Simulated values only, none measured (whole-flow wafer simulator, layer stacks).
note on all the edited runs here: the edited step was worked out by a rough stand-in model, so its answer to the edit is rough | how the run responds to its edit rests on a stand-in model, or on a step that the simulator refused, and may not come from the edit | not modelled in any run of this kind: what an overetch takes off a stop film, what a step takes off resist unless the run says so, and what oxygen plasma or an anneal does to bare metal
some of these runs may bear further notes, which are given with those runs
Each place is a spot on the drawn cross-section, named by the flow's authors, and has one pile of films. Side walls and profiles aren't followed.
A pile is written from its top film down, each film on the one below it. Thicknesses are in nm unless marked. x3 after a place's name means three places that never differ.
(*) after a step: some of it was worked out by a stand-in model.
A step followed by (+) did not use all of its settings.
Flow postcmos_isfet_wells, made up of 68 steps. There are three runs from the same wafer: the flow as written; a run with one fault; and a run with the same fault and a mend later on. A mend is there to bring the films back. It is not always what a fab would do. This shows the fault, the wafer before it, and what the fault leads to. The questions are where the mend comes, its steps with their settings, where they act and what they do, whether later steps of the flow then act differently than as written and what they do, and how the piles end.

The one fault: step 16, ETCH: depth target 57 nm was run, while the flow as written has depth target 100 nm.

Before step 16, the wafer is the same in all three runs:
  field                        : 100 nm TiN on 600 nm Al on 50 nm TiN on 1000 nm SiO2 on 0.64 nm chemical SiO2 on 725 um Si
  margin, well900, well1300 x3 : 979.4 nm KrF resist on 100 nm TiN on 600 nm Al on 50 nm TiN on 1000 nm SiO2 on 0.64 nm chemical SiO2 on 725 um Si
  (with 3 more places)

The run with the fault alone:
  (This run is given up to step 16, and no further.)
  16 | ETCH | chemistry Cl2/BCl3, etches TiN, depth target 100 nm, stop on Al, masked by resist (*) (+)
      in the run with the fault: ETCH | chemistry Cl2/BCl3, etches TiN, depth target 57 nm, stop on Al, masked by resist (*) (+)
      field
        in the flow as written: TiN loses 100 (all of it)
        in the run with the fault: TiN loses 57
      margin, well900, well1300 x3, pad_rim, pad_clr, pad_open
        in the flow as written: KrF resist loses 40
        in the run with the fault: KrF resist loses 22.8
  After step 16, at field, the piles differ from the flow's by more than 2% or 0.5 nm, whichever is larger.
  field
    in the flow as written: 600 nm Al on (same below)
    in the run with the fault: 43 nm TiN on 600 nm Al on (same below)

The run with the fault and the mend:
  The mend stands after step 16.
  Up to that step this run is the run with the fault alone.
  16a | ETCH | chemistry Cl2/BCl3, etches TiN, depth target 43 nm, stop on Al, masked by resist (the flow's step 16 again, with other settings)
      margin, well900, well1300 x3, pad_rim, pad_clr, pad_open
        KrF resist loses 17.2
      field
        TiN loses 43 (all of it)
  Every later step of the flow that is run acts as written at every place that is followed.
  By the end, the piles equal the flow's at every place that both follow.
